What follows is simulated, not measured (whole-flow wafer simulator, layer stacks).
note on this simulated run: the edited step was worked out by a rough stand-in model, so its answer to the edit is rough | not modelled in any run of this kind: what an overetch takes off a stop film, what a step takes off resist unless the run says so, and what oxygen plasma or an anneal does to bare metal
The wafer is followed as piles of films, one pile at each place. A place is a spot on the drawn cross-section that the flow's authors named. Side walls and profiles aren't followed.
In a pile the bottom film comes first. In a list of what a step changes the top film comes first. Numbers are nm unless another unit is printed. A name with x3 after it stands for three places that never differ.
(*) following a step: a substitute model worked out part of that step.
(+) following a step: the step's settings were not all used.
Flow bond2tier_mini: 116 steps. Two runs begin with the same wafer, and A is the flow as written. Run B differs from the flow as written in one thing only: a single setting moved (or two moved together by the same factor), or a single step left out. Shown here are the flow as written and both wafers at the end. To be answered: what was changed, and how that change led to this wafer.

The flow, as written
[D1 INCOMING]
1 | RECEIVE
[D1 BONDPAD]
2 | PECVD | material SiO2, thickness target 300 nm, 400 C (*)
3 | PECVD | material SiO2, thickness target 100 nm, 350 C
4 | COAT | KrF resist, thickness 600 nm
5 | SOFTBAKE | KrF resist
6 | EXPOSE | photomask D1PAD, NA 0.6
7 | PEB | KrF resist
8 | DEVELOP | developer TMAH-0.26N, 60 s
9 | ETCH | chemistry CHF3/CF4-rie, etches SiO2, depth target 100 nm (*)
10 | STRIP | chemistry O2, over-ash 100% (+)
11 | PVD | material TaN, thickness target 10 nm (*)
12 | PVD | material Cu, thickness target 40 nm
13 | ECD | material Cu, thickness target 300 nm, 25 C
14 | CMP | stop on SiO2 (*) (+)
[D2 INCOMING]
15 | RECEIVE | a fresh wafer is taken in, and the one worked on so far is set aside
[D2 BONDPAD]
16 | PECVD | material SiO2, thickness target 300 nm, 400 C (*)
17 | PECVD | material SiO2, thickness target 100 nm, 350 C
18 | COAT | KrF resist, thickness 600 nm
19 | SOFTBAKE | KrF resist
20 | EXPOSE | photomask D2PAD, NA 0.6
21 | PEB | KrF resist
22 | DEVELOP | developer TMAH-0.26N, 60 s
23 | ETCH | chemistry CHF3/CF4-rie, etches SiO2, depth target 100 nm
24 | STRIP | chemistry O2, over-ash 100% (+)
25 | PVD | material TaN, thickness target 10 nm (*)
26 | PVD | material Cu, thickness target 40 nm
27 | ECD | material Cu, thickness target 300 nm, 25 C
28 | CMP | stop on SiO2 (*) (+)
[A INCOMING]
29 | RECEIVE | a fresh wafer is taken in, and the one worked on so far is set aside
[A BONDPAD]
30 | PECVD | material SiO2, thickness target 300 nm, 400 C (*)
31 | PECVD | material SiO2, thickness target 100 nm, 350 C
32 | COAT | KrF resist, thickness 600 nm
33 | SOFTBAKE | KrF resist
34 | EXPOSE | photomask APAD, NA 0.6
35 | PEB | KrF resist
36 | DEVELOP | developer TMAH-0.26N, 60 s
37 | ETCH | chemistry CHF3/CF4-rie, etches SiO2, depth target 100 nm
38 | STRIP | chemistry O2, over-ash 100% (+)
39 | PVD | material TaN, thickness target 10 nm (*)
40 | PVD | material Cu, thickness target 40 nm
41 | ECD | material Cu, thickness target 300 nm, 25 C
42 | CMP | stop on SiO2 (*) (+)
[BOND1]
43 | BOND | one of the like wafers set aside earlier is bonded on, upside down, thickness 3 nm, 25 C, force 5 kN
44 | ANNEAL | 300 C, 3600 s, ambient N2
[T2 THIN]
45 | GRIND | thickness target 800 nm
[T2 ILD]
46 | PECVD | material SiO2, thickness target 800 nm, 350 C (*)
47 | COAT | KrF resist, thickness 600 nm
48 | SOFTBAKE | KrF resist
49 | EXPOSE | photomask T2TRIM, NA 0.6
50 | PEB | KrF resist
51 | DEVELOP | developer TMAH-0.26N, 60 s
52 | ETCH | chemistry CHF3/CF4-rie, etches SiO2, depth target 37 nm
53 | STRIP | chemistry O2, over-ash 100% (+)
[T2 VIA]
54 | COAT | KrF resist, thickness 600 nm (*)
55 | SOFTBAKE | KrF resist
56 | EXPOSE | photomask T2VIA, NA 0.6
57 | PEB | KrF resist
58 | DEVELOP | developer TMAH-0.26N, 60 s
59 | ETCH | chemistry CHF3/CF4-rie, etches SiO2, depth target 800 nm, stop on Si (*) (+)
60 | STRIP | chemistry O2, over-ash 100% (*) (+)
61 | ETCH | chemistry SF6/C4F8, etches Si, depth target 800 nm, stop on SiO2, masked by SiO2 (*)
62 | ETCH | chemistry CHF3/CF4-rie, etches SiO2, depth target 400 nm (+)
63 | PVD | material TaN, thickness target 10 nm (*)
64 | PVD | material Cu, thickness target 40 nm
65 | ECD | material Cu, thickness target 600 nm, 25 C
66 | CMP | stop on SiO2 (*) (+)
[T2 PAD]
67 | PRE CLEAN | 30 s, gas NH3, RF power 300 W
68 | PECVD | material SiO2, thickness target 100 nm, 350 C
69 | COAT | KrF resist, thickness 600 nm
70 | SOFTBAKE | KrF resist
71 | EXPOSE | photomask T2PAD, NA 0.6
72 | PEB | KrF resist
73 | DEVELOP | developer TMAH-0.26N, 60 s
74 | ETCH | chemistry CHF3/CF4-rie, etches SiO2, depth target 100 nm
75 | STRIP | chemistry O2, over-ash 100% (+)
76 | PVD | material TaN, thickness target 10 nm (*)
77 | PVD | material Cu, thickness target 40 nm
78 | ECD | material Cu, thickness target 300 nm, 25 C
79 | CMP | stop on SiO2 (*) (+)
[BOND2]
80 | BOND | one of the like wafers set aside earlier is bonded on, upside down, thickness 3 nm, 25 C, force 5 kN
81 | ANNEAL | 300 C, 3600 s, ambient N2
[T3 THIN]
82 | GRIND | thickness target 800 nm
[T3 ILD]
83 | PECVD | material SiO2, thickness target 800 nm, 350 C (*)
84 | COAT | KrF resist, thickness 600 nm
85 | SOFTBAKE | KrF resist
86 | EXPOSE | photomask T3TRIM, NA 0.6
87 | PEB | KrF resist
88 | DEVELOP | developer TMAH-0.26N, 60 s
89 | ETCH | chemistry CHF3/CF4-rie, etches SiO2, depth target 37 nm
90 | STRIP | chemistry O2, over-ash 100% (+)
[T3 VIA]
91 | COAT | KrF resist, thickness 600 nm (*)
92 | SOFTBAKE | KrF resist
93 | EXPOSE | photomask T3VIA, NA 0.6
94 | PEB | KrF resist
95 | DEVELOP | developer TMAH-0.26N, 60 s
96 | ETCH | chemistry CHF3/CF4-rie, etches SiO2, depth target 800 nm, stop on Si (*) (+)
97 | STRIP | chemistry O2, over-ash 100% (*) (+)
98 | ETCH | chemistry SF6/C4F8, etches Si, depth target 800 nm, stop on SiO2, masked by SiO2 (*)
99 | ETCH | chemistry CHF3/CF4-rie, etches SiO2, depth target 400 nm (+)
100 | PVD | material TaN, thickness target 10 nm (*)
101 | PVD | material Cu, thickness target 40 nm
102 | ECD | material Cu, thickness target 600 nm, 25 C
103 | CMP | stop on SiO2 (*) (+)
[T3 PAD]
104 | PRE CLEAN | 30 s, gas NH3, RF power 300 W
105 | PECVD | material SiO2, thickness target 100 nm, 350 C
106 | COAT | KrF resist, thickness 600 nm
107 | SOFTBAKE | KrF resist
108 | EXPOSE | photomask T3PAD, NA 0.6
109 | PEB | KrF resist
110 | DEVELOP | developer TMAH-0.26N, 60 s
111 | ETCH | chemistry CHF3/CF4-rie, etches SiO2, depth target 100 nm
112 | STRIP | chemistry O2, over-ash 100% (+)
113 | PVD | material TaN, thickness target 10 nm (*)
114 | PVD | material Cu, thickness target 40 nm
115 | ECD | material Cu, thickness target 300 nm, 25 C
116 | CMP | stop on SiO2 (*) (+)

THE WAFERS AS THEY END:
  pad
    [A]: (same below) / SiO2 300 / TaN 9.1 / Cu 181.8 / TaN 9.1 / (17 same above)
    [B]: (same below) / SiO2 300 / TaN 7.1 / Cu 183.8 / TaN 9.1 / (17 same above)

What caused this: step 39, PVD: thickness target 7.8 nm was run, while the flow as written has thickness target 10 nm.

Step by step, how the change led to this:
  39 | PVD | material TaN, thickness target 10 nm (*)
      field: A +10 TaN (new film) | B +7.8 TaN (new film)
      pad: A +9.1 TaN (new film) | B +7.1 TaN (new film)
      (and at 1 other place as well)
  42 | CMP | stop on SiO2 (*) (+)
      field: A -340 Cu (all of it), -10 TaN (all of it) | B -340 Cu (all of it), -7.8 TaN (all of it)
